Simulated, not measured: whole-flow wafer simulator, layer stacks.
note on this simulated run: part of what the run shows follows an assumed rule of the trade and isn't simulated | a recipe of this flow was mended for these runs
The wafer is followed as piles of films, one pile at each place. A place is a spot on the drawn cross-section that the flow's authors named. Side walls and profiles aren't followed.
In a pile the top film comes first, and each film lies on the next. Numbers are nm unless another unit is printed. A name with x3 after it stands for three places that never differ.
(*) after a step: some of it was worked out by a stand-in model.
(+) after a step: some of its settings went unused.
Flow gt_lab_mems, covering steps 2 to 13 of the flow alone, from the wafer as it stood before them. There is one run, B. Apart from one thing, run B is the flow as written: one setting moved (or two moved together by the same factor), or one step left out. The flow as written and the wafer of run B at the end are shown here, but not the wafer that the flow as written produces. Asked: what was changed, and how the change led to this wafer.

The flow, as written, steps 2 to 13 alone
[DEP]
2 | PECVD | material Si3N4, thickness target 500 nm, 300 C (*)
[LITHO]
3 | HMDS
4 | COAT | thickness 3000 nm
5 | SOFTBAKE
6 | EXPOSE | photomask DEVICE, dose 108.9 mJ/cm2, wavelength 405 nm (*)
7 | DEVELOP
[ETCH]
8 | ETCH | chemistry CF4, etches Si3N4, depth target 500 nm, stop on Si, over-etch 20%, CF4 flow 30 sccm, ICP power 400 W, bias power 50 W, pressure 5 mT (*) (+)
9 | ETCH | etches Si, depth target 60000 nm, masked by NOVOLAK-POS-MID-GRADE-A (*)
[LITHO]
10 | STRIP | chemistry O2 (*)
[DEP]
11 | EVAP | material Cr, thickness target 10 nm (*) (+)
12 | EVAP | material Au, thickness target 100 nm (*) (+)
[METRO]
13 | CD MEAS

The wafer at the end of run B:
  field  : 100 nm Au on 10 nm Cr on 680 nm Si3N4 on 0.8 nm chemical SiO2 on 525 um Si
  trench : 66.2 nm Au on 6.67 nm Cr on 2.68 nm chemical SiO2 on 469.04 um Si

What caused this: step 2, PECVD: thickness target 680 nm was run, while the flow as written has thickness target 500 nm.
The wafer itself shows it: field has Si3N4 680, and step 2 as written asks for 500 nm.

How this came from the change, step by step:
  2 | PECVD | material Si3N4, thickness target 500 nm, 300 C (*)
      field, trench: +680 Si3N4 (new film) (as written it would have been: +500 Si3N4 (new film))
  8 | ETCH | chemistry CF4, etches Si3N4, depth target 500 nm, stop on Si, over-etch 20%, CF4 flow 30 sccm, ICP power 400 W, bias power 50 W, pressure 5 mT (*) (+)
      trench: -600 Si3N4 (as written it would have been: -500 Si3N4 (all of it), -0.8 chemical SiO2 (all of it), -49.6 Si)
  9 | ETCH | etches Si, depth target 60000 nm, masked by NOVOLAK-POS-MID-GRADE-A (*)
      trench: -80 Si3N4 (all of it), -0.8 chemical SiO2 (all of it), -55.96 um Si (as written it would have been: -59.96 um Si)
  12 | EVAP | material Au, thickness target 100 nm (*) (+)
      trench: +66.2 Au (new film) (as written it would have been: +64.1 Au (new film))
